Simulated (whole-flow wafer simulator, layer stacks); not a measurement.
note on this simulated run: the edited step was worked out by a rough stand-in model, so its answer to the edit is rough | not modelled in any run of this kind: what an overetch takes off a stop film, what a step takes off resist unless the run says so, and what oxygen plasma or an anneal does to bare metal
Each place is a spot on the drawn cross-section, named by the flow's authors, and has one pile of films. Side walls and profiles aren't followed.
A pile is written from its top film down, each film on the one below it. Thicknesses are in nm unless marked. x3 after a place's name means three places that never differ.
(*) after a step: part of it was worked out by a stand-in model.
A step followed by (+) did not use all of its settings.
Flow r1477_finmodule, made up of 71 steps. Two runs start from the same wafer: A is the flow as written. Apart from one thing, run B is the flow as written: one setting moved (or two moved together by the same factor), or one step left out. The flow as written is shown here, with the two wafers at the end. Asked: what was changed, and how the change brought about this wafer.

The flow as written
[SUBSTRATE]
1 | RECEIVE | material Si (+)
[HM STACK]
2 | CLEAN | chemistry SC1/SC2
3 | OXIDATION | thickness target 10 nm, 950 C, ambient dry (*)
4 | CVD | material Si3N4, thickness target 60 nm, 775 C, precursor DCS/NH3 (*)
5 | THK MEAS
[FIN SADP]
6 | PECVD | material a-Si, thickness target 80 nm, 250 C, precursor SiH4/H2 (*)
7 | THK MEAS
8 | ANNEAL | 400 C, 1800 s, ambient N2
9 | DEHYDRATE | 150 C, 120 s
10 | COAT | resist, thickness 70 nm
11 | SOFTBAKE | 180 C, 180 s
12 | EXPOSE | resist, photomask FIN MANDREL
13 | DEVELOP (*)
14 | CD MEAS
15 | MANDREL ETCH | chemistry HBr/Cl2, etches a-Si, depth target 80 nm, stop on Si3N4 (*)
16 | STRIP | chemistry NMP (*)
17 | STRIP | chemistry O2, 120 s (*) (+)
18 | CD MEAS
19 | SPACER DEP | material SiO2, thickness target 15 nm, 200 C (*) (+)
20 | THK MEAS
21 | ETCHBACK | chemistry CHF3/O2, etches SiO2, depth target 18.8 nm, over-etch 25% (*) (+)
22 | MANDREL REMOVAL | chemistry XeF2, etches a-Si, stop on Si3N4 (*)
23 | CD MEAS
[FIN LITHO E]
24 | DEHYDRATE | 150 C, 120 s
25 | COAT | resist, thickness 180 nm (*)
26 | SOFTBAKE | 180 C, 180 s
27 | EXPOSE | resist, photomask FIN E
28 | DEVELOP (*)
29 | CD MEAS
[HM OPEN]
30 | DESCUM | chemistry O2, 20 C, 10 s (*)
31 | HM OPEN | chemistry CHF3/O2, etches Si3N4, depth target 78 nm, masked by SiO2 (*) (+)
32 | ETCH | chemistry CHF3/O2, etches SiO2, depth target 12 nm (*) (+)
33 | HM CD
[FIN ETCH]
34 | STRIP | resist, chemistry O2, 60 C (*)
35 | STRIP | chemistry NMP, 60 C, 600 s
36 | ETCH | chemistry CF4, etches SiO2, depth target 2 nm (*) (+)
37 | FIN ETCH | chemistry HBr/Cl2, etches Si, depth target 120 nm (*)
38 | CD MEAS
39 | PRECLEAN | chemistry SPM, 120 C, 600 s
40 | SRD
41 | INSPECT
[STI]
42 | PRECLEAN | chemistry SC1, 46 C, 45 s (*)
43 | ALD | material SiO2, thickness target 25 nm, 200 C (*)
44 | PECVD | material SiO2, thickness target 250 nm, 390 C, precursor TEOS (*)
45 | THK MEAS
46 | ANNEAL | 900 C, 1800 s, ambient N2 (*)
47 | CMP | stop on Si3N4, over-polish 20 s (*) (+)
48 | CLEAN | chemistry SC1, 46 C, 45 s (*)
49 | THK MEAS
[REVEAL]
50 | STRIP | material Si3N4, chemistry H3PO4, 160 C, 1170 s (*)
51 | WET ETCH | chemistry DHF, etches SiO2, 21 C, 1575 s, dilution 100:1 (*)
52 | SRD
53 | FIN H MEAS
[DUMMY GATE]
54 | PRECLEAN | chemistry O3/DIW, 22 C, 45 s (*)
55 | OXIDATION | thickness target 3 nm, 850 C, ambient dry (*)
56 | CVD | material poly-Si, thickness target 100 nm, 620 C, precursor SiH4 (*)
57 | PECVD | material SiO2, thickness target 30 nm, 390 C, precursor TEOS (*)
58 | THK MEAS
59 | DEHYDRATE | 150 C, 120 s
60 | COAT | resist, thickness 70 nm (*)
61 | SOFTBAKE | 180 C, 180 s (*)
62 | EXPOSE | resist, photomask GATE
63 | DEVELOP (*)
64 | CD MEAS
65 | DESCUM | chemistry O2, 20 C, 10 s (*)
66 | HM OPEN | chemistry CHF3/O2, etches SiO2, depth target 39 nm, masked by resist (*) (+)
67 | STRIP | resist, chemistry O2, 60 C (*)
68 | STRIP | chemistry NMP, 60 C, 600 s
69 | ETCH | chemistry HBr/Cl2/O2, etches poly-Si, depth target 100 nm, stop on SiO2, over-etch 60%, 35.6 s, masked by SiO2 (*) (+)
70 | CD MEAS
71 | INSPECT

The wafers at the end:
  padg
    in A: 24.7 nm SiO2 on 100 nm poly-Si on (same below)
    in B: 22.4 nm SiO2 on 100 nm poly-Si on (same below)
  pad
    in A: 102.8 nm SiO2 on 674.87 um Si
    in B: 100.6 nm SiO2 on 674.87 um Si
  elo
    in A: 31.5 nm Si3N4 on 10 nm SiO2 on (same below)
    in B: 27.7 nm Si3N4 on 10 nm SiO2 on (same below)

The reason: step 69, ETCH: depth target 142.5 nm was run, whereas the flow has depth target 100 nm.

Step by step, how the change led to this:
  69 | ETCH | chemistry HBr/Cl2/O2, etches poly-Si, depth target 100 nm, stop on SiO2, over-etch 60%, 35.6 s, masked by SiO2 (*) (+)
      padg, elg, esg and 15 more: A -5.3 SiO2 | B -7.55 SiO2
      pad, eso, e40so and 8 more: A -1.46 chemical SiO2 (all of it), -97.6 poly-Si (all of it), -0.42 SiO2 | B -1.46 chemical SiO2 (all of it), -97.6 poly-Si (all of it), -2.67 SiO2
      (and at 7 other places as well)
